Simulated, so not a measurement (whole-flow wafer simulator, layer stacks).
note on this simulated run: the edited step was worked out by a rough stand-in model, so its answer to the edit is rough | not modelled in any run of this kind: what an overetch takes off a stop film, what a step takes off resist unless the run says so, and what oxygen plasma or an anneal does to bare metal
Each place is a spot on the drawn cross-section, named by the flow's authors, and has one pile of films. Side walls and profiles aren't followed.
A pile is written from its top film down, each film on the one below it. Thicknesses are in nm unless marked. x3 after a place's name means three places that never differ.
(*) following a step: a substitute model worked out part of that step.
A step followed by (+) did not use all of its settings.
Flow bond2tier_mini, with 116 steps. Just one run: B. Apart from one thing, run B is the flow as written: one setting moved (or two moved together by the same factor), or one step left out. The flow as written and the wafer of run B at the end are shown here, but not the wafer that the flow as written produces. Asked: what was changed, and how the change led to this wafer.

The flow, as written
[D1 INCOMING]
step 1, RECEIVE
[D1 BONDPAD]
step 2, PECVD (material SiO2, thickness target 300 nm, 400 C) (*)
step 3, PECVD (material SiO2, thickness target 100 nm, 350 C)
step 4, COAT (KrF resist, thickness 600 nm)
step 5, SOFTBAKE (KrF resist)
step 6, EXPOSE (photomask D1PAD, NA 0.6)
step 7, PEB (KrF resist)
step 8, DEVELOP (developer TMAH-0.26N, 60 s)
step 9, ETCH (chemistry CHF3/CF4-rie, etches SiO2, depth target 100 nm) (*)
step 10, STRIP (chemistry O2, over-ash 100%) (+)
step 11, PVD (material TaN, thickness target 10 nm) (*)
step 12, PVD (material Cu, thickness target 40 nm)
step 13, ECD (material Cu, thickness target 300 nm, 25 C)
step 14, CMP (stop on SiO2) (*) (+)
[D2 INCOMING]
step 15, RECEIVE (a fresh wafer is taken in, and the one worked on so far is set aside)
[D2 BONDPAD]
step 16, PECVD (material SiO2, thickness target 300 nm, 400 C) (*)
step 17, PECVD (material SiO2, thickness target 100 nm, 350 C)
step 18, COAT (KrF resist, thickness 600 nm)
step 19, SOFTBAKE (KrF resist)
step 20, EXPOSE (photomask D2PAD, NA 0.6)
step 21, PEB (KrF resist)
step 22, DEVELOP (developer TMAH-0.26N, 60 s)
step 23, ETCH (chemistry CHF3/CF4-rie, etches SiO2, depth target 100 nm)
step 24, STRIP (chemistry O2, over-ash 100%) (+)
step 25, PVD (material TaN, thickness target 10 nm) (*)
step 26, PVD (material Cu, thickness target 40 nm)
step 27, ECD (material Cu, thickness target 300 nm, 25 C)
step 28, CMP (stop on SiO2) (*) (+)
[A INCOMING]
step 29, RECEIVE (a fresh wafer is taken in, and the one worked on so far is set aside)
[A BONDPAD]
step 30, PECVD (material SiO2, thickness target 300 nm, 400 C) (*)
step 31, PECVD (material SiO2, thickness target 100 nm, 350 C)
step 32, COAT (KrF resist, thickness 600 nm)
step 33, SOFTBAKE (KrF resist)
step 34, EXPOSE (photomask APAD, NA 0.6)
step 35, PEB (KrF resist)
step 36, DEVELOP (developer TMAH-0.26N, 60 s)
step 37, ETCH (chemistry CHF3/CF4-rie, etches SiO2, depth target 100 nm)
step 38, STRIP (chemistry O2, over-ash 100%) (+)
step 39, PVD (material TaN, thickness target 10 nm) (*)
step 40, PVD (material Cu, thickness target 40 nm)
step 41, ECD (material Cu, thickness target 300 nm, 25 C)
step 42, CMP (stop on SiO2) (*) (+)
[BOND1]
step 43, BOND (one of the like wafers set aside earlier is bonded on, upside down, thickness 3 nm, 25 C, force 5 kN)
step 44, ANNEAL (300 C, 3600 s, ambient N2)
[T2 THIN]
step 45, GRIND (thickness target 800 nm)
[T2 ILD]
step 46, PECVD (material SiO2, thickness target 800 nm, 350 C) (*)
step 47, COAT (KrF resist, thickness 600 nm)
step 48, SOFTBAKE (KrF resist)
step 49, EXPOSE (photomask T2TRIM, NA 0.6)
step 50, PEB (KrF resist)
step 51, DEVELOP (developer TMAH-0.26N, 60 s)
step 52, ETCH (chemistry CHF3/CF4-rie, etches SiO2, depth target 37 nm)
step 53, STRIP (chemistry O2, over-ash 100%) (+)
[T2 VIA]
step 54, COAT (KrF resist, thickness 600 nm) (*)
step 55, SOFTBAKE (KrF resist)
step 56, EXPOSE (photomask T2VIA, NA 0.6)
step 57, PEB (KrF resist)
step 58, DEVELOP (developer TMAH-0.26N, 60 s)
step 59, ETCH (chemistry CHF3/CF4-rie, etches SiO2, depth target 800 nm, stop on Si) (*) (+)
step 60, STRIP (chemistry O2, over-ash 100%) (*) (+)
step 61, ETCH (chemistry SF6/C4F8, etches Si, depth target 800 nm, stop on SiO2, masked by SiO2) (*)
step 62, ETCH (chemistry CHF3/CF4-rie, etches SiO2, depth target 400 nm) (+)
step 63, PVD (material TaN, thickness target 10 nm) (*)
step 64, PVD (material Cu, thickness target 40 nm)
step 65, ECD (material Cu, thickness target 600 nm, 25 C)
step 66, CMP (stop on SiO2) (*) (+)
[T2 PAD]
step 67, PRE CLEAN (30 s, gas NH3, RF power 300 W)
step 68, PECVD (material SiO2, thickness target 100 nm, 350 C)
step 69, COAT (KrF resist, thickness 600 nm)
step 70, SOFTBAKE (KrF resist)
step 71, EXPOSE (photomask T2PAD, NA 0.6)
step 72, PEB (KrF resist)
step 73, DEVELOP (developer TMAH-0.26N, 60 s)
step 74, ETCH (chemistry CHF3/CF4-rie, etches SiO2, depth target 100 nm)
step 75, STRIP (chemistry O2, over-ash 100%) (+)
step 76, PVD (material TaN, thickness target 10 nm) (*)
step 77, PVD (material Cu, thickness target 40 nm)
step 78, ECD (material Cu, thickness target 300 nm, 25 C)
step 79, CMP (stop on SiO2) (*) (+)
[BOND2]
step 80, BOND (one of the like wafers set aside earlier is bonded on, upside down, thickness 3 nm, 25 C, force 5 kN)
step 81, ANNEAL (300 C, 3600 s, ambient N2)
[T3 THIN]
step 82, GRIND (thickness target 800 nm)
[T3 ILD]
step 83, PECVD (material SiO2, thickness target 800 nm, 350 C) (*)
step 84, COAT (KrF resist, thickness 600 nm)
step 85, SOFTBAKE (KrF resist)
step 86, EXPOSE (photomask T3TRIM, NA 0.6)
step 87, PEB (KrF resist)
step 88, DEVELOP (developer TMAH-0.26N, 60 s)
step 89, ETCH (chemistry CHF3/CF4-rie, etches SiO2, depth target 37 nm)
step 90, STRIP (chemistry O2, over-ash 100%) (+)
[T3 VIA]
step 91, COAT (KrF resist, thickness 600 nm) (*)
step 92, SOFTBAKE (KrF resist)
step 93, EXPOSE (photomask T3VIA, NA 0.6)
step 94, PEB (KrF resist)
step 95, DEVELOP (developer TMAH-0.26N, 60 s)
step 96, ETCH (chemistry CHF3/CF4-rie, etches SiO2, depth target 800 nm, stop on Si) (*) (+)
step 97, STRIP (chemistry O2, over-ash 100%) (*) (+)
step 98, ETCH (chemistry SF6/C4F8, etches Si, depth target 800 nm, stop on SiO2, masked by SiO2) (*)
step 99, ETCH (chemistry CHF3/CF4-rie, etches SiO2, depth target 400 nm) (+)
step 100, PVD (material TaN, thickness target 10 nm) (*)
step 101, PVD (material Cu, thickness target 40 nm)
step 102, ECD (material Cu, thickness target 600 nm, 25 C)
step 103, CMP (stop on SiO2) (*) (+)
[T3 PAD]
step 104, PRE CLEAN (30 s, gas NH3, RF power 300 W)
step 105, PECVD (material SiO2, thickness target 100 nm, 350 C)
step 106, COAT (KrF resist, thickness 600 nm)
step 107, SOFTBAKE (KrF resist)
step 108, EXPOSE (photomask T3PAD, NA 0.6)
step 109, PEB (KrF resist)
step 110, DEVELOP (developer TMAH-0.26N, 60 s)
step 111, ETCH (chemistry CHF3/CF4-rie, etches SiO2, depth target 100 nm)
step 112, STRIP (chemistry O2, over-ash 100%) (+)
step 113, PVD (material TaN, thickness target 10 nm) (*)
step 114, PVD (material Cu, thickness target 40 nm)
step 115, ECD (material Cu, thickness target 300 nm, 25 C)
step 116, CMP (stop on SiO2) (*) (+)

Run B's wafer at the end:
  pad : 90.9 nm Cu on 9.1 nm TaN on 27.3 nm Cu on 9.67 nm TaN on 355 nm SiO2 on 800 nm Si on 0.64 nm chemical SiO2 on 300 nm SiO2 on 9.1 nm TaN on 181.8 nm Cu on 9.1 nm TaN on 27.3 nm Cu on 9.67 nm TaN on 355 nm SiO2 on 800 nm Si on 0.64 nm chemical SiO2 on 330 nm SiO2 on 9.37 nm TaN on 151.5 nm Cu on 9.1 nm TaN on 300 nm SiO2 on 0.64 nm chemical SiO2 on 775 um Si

What caused this: step 9, ETCH: depth target 70 nm was run, while the flow as written has depth target 100 nm.

The path from the change to this, step by step:
  step 9, ETCH (chemistry CHF3/CF4-rie, etches SiO2, depth target 100 nm) (*)
      pad, via: -70 SiO2 (it would be, as written: -100 SiO2)
      field: -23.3 KrF resist (it would be, as written: -33.3 KrF resist)
  step 12, PVD (material Cu, thickness target 40 nm)
      pad: +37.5 Cu (new film) (it would be, as written: +36.4 Cu (new film))
  step 13, ECD (material Cu, thickness target 300 nm, 25 C)
      pad: +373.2 Cu (it would be, as written: +404.5 Cu)
      via: +370.1 Cu (it would be, as written: +400.2 Cu)
  step 43, BOND (one of the like wafers set aside earlier is bonded on, upside down, thickness 3 nm, 25 C, force 5 kN)
      pad: +775 um Si (new film), +0.64 chemical SiO2 (new film), +330 SiO2 (new film), +9.37 TaN (new film), +60.6 Cu (it would be, as written: +775 um Si (new film), +0.64 chemical SiO2 (new film), +300 SiO2 (new film), +9.1 TaN (new film), +90.9 Cu)
      via: +775 um Si (new film), +0.64 chemical SiO2 (new film), +330 SiO2 (new film), +9.99 TaN (new film), +60 Cu (it would be, as written: +775 um Si (new film), +0.64 chemical SiO2 (new film), +300 SiO2 (new film), +9.97 TaN (new film), +90 Cu)
